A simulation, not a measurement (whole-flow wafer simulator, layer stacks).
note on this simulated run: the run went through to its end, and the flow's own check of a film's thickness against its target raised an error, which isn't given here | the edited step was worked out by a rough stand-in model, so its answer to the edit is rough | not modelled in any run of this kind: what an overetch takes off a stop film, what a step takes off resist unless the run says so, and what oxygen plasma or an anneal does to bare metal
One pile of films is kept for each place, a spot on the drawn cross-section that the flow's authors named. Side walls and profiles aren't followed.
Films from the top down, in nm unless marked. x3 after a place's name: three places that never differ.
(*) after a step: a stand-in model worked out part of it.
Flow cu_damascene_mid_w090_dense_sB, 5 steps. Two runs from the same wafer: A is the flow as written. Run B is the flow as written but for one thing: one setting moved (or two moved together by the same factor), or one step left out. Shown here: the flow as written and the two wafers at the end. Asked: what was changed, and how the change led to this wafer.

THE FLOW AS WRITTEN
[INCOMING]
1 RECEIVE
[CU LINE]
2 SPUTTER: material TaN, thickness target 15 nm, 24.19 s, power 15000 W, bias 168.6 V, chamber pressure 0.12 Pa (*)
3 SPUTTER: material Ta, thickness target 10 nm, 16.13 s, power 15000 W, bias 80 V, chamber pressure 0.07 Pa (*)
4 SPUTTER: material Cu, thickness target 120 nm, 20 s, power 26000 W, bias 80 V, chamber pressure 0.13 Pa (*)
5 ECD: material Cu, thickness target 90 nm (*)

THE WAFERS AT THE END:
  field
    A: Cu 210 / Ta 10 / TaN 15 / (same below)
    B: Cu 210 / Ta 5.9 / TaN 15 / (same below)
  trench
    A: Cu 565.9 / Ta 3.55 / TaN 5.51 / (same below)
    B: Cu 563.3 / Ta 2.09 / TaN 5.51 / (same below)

The cause: step 3, SPUTTER: thickness target 5.9 nm was run, where the flow has thickness target 10 nm; step 3, SPUTTER: 9.549 s was run, where the flow has 16.13 s.
It can be read off the wafer: field has Ta 5.9, and step 3 as written asks for 10 nm.

How the change led to this, step by step:
  3 SPUTTER: material Ta, thickness target 10 nm, 16.13 s, power 15000 W, bias 80 V, chamber pressure 0.07 Pa (*)
      field: A Ta +10 (new film) | B Ta +5.9 (new film)
      trench: A Ta +3.55 (new film) | B Ta +2.09 (new film)
